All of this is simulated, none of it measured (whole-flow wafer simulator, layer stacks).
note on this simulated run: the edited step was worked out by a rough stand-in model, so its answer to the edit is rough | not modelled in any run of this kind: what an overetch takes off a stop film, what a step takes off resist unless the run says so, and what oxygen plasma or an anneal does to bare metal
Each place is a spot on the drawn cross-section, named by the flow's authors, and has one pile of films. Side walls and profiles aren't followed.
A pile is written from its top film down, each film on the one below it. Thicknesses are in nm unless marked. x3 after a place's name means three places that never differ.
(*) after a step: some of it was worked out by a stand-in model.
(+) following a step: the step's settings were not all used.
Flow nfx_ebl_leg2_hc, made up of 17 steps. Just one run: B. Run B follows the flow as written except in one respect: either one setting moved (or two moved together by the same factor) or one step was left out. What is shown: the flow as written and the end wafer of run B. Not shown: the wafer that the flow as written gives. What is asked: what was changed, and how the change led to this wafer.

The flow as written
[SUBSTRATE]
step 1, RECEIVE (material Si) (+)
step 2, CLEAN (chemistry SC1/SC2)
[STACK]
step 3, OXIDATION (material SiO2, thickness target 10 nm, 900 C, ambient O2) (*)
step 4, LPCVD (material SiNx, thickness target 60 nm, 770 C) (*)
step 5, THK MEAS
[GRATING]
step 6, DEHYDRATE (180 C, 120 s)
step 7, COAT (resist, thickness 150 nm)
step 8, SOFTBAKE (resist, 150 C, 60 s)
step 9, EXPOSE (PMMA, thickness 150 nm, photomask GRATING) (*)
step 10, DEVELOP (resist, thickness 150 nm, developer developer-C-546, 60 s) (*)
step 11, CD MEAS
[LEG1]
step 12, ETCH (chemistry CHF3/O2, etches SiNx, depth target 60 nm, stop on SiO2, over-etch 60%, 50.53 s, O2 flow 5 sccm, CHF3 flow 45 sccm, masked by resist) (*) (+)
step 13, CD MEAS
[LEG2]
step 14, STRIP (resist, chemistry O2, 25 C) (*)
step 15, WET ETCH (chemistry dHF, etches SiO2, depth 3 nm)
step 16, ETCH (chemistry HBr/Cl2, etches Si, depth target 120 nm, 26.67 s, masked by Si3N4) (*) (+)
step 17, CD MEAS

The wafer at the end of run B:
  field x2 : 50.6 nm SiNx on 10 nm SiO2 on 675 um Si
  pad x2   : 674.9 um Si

Cause: step 16, ETCH: depth target 99 nm was run, whereas the flow has depth target 120 nm; step 16, ETCH: 22 s was run, where the flow has 26.67 s.

Step by step, how the change led to this:
  step 16, ETCH (chemistry HBr/Cl2, etches Si, depth target 120 nm, 26.67 s, masked by Si3N4) (*) (+)
      field x2: -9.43 SiNx (it would be, as written: -11.4 SiNx)
      pad x2: -99 Si (it would be, as written: -120 Si)
